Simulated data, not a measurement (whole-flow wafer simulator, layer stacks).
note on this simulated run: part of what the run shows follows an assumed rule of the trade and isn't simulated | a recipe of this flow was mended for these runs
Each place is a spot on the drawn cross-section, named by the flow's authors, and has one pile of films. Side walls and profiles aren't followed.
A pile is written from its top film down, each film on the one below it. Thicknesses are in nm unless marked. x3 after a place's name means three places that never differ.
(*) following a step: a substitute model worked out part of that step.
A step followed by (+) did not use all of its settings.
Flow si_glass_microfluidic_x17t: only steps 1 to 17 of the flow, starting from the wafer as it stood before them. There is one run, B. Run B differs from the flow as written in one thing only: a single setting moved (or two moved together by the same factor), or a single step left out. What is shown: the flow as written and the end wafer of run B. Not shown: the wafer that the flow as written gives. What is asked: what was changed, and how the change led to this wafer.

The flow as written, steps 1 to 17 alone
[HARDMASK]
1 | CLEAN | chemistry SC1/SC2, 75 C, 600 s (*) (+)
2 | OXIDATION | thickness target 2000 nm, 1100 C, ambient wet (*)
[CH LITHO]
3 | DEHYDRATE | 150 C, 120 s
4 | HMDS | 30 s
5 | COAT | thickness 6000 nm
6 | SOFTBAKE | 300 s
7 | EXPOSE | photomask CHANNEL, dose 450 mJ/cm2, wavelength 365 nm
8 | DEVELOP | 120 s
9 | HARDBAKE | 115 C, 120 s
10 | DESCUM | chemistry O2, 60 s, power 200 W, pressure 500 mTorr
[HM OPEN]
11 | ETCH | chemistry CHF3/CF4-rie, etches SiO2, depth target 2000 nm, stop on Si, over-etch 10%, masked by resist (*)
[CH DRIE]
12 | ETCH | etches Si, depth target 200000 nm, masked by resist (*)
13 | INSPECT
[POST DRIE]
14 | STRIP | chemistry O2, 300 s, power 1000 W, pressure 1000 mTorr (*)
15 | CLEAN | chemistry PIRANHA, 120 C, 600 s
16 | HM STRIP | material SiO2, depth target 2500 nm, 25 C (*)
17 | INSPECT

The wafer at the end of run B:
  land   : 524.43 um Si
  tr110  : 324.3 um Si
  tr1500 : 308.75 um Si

The reason: step 2, OXIDATION: thickness target 1280 nm was run, though the flow has thickness target 2000 nm; step 11, ETCH: depth target 1280 nm was run, where the flow has depth target 2000 nm.

How this came from the change, step by step:
  2 | OXIDATION | thickness target 2000 nm, 1100 C, ambient wet (*)
      land, tr110, tr1500, tr15: +1280 SiO2 (new film), -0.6 chemical SiO2 (all of it), -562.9 Si (as written it would have been: +2000 SiO2 (new film), -0.6 chemical SiO2 (all of it), -879.7 Si)
  11 | ETCH | chemistry CHF3/CF4-rie, etches SiO2, depth target 2000 nm, stop on Si, over-etch 10%, masked by resist (*)
      tr110, tr1500, tr15: -1280 SiO2 (all of it), -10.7 Si (as written it would have been: -2000 SiO2 (all of it), -16.7 Si)
      land: -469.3 thick-i-line-resist (as written it would have been: -733.3 thick-i-line-resist)
  12 | ETCH | etches Si, depth target 200000 nm, masked by resist (*)
      tr1500: -215.67 um Si (as written it would have been: -215.73 um Si)
      tr15: -150.16 um Si (as written it would have been: -149.99 um Si)
  14 | STRIP | chemistry O2, 300 s, power 1000 W, pressure 1000 mTorr (*)
      land: -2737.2 thick-i-line-resist (all of it) (as written it would have been: -2472.3 thick-i-line-resist (all of it))
  16 | HM STRIP | material SiO2, depth target 2500 nm, 25 C (*)
      land: -1280 SiO2 (all of it) (as written it would have been: -2000 SiO2 (all of it))
